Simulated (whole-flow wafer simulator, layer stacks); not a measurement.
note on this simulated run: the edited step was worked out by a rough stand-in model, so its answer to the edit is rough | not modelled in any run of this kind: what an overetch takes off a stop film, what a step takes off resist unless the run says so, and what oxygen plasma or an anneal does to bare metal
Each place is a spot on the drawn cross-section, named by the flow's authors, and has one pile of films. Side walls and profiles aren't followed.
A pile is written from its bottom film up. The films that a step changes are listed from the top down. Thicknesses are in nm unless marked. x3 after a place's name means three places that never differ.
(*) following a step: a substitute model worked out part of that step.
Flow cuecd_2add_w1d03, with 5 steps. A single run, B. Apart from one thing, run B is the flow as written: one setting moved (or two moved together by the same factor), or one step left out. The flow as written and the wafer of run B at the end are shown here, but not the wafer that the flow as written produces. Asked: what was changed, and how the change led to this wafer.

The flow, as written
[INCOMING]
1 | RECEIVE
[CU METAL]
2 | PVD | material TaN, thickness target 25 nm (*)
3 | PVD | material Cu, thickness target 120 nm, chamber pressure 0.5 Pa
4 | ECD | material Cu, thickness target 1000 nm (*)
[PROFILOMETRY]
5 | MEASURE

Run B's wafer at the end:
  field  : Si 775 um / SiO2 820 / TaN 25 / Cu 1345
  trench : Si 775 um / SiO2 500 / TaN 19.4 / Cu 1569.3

Cause: step 4, ECD: thickness target 1225 nm was run, whereas the flow has thickness target 1000 nm.

How this came from the change, step by step:
  4 | ECD | material Cu, thickness target 1000 nm (*)
      field: Cu gains 1225 (as written it would have been: Cu gains 1000)
      trench: Cu gains 1475.9 (as written it would have been: Cu gains 1226.8)
